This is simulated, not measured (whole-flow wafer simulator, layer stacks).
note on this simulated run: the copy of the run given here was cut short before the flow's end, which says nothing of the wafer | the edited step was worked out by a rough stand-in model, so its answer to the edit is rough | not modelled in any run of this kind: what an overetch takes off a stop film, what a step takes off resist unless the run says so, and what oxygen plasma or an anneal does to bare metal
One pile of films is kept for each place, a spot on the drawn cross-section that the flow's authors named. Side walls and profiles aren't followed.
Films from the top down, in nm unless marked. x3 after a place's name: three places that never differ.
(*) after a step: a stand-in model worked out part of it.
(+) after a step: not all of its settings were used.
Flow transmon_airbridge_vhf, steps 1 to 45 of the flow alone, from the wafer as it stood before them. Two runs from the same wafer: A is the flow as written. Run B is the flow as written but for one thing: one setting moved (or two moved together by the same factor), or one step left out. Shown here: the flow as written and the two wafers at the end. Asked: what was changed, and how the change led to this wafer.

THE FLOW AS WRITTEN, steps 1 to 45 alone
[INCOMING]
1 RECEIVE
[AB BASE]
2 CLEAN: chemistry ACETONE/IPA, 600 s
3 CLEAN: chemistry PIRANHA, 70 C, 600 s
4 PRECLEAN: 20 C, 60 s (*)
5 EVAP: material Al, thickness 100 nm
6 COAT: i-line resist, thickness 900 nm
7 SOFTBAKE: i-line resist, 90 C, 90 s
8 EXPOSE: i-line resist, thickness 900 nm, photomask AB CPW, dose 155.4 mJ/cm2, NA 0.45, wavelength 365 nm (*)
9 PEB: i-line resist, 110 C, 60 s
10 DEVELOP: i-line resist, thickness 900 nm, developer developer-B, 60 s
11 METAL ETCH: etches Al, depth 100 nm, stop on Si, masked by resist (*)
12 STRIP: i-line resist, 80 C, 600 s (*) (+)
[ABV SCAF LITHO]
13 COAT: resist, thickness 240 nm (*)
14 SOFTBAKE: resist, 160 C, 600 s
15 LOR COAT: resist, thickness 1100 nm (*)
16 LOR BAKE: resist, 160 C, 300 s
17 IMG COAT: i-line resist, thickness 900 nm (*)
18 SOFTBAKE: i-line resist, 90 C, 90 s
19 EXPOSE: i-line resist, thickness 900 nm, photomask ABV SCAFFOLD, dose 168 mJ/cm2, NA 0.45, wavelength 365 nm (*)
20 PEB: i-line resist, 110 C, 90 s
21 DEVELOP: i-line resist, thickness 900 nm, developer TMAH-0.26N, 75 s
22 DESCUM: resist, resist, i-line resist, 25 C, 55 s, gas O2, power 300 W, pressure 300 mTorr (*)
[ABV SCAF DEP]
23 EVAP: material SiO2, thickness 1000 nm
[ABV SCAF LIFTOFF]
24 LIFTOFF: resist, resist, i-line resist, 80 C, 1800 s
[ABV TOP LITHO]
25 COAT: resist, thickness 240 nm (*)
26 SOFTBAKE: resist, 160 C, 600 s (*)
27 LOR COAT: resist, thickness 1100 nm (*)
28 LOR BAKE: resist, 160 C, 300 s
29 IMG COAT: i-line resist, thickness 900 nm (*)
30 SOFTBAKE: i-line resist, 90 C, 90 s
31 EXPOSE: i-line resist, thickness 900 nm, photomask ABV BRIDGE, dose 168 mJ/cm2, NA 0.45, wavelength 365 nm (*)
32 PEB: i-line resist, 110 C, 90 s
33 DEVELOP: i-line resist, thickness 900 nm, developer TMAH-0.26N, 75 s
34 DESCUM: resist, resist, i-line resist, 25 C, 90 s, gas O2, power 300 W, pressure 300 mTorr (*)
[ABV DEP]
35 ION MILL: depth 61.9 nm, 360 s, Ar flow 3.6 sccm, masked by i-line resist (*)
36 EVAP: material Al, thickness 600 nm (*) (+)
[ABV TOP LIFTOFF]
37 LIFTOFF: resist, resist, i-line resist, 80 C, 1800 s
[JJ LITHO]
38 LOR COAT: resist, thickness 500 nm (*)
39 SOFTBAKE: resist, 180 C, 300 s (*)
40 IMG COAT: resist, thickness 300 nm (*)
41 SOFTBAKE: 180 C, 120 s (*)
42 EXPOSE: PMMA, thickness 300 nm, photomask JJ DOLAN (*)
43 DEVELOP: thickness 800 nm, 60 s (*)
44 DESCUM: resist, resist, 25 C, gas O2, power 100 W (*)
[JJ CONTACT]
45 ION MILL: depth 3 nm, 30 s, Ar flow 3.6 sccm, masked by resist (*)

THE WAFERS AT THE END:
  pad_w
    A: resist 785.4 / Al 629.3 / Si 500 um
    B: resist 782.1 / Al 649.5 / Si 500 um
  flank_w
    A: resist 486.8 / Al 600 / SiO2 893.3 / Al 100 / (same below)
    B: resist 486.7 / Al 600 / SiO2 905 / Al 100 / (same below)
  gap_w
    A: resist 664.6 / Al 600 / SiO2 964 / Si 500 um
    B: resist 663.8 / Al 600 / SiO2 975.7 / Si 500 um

The cause: step 35, ION MILL: depth 41.8 nm was run, where the flow has depth 61.9 nm; step 35, ION MILL: 243 s was run, where the flow has 360 s.

How the change led to this, step by step:
  35 ION MILL: depth 61.9 nm, 360 s, Ar flow 3.6 sccm, masked by i-line resist (*)
      field x3, jj_line, ground_far, trace_open_s x2, margin_s, margin_n: A i-line resist -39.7 | B i-line resist -26.8
      flank_w, gap_w, cpw_trace, gap_e, flank_e, bridge_strip: A SiO2 -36 | B SiO2 -24.3
      (and at 2 more places)
  37 LIFTOFF: resist, resist, i-line resist, 80 C, 1800 s
      field x3, jj_line, trace_open_s x2: A Al -600 (all of it), i-line resist -600 (all of it), resist -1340 (all of it) | B Al -600 (all of it), i-line resist -612.9 (all of it), resist -1340 (all of it)
      margin_s, margin_n: A Al -600 (all of it), i-line resist -318.3 (all of it), resist -992 (all of it) | B Al -600 (all of it), i-line resist -331.2 (all of it), resist -992 (all of it)
